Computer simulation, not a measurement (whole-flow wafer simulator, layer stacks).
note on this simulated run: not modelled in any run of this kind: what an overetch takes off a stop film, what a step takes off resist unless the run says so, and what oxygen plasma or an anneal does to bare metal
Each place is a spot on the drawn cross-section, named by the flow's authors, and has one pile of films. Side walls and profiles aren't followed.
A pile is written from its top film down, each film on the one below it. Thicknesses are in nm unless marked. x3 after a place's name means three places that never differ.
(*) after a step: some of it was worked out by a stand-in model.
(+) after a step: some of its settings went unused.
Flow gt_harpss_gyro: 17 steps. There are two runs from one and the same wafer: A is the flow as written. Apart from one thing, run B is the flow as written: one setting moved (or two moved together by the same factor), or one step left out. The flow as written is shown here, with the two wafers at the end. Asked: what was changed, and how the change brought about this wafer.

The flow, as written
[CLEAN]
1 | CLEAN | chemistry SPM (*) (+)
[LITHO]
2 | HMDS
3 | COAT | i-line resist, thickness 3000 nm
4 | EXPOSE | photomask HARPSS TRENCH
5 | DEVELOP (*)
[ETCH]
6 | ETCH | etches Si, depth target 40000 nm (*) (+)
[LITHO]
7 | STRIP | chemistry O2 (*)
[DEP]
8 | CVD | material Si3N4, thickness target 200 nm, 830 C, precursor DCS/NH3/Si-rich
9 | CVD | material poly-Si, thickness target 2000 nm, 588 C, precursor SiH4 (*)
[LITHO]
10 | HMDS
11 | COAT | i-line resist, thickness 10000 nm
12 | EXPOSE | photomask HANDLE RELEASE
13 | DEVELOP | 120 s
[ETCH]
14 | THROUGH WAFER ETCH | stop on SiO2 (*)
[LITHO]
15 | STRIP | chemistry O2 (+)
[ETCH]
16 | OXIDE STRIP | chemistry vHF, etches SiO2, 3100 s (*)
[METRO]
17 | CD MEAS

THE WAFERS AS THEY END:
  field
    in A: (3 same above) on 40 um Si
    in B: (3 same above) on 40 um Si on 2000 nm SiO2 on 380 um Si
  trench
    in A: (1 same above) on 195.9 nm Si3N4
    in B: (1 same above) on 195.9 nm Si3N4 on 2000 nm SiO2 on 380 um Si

Cause: step 14, THROUGH WAFER ETCH: stop on SiO2 (*), was skipped.

How this came from the change, step by step:
  16 | OXIDE STRIP | chemistry vHF, etches SiO2, 3100 s (*)
      field: A under 4 films: -2000 SiO2 (all of it) | B nothing
      trench: A under 2 films: -2000 SiO2 (all of it) | B nothing
